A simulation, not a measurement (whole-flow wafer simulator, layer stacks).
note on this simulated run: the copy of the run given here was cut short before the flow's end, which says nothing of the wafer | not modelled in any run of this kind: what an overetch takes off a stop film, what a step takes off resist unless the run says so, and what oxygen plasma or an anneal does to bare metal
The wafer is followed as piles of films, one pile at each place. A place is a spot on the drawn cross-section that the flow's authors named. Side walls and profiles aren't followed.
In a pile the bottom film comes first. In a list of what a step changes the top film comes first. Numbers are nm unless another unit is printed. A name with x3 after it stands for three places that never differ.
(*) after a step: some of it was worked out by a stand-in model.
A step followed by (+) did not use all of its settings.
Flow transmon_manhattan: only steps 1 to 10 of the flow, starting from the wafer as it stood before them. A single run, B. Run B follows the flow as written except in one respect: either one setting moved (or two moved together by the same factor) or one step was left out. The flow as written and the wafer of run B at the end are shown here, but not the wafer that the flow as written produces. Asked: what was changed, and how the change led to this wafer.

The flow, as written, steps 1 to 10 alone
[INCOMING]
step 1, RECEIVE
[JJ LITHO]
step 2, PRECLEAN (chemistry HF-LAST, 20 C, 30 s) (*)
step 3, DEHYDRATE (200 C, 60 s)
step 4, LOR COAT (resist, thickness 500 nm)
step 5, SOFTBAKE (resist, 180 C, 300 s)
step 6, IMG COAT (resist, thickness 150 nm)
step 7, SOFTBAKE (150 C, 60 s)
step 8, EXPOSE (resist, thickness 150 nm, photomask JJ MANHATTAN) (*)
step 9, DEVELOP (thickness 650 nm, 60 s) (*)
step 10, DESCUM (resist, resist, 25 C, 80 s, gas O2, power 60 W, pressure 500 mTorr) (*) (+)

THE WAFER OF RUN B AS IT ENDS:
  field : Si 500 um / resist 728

Cause: step 6, IMG COAT: thickness 240 nm was run, while the flow as written has thickness 150 nm.

Step by step, how the change led to this:
  step 6, IMG COAT (resist, thickness 150 nm)
      field, chan_a x2: resist gains 240 (it would be, as written: resist gains 150)
  step 9, DEVELOP (thickness 650 nm, 60 s) (*)
      chan_a x2: resist loses 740 (all of it) (it would be, as written: resist loses 650 (all of it))
